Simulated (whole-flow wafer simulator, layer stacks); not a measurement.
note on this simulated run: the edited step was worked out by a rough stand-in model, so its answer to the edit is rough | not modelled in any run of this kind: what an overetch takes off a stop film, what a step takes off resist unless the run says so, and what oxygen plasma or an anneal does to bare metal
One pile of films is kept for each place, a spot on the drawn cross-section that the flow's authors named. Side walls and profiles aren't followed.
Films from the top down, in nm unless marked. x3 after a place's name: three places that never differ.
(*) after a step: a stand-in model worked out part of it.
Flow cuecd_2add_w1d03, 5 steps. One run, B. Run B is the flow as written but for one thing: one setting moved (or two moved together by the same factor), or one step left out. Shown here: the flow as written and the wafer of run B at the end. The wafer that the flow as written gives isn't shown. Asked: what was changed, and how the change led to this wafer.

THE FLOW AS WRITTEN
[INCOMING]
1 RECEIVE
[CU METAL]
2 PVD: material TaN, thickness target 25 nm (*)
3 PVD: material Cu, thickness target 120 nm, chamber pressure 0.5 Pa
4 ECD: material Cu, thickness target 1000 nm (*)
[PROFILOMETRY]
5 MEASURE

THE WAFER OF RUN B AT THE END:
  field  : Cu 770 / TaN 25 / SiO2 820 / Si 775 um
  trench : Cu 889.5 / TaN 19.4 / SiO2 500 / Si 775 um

The cause: step 4, ECD: thickness target 650 nm was run, where the flow has thickness target 1000 nm.

How the change led to this, step by step:
  4 ECD: material Cu, thickness target 1000 nm (*)
      field: Cu +650 (as written it would be: Cu +1000)
      trench: Cu +796.1 (as written it would be: Cu +1226.8)
